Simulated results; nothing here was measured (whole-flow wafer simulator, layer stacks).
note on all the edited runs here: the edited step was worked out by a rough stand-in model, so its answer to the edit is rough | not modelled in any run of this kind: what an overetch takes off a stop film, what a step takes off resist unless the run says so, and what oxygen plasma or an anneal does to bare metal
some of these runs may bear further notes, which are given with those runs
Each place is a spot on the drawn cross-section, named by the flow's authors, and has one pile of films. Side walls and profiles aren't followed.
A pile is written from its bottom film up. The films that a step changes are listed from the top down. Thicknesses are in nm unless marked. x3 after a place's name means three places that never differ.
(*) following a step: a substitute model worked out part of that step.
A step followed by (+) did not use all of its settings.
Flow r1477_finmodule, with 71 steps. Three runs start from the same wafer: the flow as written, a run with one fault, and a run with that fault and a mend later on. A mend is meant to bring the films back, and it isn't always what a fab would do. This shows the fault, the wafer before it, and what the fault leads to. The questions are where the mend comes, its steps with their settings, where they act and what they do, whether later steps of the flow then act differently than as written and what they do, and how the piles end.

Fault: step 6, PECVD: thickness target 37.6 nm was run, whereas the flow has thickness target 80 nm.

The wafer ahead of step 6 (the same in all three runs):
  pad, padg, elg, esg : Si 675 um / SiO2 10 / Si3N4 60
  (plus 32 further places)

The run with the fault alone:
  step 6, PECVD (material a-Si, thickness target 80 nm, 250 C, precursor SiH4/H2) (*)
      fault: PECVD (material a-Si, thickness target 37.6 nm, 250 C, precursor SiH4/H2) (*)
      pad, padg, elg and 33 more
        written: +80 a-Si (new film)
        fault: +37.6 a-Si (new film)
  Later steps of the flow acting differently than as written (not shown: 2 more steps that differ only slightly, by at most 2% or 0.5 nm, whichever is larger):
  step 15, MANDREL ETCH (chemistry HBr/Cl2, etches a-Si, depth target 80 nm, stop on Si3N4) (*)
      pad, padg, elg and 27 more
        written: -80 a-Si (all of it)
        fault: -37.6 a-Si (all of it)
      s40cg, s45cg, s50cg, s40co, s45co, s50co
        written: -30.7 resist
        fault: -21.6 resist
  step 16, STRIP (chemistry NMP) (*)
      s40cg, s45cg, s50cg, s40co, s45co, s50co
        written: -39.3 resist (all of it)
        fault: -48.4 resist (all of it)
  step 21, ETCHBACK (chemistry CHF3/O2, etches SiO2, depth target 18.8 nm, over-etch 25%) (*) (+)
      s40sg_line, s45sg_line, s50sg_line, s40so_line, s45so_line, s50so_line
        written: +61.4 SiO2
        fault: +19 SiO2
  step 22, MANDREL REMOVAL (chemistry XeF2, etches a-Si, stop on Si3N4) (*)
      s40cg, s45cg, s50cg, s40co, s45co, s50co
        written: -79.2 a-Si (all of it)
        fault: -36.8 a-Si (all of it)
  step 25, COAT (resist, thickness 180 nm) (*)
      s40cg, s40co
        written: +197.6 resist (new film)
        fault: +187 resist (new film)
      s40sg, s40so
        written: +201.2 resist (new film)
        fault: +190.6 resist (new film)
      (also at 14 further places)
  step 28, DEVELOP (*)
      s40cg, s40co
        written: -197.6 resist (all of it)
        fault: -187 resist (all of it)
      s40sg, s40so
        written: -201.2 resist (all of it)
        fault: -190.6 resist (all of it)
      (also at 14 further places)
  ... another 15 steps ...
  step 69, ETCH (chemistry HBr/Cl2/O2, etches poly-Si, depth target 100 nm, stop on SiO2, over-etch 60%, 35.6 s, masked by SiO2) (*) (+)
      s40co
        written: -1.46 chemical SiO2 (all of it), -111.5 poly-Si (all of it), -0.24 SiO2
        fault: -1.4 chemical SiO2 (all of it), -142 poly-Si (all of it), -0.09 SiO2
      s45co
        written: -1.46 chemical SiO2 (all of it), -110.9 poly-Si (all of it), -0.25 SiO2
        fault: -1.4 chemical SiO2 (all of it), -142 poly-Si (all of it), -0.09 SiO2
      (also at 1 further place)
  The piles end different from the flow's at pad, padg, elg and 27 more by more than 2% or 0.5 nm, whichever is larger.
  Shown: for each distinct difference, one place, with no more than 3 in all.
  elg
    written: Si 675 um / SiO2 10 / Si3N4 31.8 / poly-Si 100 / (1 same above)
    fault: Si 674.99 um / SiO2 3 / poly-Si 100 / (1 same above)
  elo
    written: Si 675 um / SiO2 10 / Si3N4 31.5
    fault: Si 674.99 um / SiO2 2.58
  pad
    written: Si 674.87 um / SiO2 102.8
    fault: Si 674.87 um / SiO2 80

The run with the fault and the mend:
  The mend stands after step 7.
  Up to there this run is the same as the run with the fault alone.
  step 7a, PECVD (material a-Si, thickness target 42.4 nm, 250 C, precursor SiH4/H2) (*) (the flow's step 6, run once more with other settings)
      pad, padg, elg and 33 more
        +42.4 a-Si
  Later steps of the flow that are run all act as written at every place that is followed.
  The piles end the same as the flow's at every place that both follow.
